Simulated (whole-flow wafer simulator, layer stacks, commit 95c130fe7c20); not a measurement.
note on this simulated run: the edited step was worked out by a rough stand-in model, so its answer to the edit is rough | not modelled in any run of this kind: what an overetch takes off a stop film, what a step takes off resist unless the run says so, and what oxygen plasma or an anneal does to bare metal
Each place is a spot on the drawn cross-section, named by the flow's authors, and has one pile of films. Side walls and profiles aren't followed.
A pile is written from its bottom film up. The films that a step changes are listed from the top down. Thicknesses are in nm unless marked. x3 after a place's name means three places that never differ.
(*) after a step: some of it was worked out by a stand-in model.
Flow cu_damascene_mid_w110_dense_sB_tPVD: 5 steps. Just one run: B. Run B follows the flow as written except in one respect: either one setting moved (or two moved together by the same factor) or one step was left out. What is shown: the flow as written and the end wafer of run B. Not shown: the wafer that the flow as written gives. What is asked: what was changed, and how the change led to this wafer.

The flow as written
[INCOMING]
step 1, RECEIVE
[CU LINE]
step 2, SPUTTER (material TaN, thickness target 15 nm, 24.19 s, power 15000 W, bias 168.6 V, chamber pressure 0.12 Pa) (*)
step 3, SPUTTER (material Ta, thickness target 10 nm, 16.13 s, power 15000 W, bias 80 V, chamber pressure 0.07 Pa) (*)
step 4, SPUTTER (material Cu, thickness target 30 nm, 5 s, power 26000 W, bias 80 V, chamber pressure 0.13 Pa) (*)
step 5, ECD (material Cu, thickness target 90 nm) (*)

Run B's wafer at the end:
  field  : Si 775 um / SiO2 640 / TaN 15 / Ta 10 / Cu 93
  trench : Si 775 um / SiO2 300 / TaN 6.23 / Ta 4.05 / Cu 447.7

Cause: step 5, ECD: thickness target 63 nm was run, whereas the flow has thickness target 90 nm.

How this came from the change, step by step:
  step 5, ECD (material Cu, thickness target 90 nm) (*)
      field: +63 Cu (in the flow as written it would be: +90 Cu)
      trench: +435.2 Cu (in the flow as written it would be: +462.2 Cu)
